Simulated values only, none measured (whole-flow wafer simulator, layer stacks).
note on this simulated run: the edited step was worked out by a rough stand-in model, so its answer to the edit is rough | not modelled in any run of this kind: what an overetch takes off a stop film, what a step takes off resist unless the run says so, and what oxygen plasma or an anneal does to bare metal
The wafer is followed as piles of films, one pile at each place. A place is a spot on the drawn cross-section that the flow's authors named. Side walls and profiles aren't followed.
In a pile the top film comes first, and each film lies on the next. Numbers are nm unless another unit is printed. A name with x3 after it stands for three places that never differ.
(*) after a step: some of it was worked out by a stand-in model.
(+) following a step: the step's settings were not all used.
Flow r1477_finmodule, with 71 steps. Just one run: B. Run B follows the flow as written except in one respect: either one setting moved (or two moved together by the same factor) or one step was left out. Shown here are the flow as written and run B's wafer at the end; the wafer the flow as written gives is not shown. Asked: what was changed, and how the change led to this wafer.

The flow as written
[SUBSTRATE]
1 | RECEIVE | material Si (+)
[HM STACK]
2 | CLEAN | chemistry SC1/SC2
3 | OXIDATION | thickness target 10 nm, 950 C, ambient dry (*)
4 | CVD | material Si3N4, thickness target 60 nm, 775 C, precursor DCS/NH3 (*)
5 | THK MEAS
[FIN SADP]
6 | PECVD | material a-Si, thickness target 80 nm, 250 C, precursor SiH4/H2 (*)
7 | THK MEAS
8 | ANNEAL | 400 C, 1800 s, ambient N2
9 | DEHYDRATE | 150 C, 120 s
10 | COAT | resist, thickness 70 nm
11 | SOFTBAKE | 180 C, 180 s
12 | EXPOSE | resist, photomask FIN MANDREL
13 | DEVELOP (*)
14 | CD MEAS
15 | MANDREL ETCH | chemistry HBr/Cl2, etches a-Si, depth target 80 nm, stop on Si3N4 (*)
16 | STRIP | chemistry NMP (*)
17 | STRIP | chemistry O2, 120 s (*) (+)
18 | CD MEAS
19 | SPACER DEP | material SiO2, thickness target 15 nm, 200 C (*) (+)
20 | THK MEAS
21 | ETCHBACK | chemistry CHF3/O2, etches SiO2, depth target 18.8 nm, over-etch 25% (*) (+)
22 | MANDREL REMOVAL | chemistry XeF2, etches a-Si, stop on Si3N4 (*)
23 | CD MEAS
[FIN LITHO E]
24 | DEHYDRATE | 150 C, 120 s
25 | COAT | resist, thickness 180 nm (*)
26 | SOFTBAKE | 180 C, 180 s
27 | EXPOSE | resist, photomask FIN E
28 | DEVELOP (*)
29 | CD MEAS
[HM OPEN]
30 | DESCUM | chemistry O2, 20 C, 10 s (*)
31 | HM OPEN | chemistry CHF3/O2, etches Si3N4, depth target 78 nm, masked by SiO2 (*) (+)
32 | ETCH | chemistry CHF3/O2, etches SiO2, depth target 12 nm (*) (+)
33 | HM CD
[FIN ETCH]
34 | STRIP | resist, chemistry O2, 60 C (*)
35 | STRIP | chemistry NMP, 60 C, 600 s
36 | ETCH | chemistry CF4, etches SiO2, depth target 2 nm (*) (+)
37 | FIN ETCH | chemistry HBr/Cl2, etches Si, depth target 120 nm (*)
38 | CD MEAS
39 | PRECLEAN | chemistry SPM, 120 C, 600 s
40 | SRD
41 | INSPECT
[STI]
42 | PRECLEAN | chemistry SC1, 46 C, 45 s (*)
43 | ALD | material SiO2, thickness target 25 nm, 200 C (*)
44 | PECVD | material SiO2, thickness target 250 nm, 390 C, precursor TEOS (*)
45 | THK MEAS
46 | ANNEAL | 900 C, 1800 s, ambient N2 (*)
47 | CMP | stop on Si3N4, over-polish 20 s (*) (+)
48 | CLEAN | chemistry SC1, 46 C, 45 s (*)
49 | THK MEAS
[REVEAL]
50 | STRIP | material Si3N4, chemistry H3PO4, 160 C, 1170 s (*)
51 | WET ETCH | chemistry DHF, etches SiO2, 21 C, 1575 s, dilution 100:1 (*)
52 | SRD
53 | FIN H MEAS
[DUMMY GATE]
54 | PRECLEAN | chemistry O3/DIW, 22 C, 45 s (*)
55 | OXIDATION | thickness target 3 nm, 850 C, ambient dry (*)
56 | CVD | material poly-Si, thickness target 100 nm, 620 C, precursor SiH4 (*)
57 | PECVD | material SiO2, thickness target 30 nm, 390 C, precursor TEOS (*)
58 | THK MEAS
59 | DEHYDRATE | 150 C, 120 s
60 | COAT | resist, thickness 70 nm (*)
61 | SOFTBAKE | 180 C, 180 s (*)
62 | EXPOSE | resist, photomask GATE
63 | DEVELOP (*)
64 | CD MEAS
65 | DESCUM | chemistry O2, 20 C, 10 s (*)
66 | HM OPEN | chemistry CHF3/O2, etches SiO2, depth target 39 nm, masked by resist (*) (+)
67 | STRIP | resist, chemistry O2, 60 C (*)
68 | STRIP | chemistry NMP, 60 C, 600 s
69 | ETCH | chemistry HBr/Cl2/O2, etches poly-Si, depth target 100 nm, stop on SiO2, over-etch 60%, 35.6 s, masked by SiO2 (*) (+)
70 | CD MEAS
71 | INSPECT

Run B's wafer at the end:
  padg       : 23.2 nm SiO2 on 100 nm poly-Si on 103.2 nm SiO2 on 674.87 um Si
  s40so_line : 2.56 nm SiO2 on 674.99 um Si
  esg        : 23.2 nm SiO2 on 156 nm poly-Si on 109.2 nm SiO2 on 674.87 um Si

The reason: step 57, PECVD: thickness target 28.5 nm was run, whereas the flow has thickness target 30 nm.

Step by step, how the change led to this:
  57 | PECVD | material SiO2, thickness target 30 nm, 390 C, precursor TEOS (*)
      pad, padg, elg and 33 more: SiO2 gains 28.5 (new film) (in the flow as written it would be: SiO2 gains 30 (new film))
  66 | HM OPEN | chemistry CHF3/O2, etches SiO2, depth target 39 nm, masked by resist (*) (+)
      pad, elo, eso and 15 more: SiO2 loses 28.5 (all of it), poly-Si loses 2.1 (in the flow as written it would be: SiO2 loses 30 (all of it), poly-Si loses 1.8)
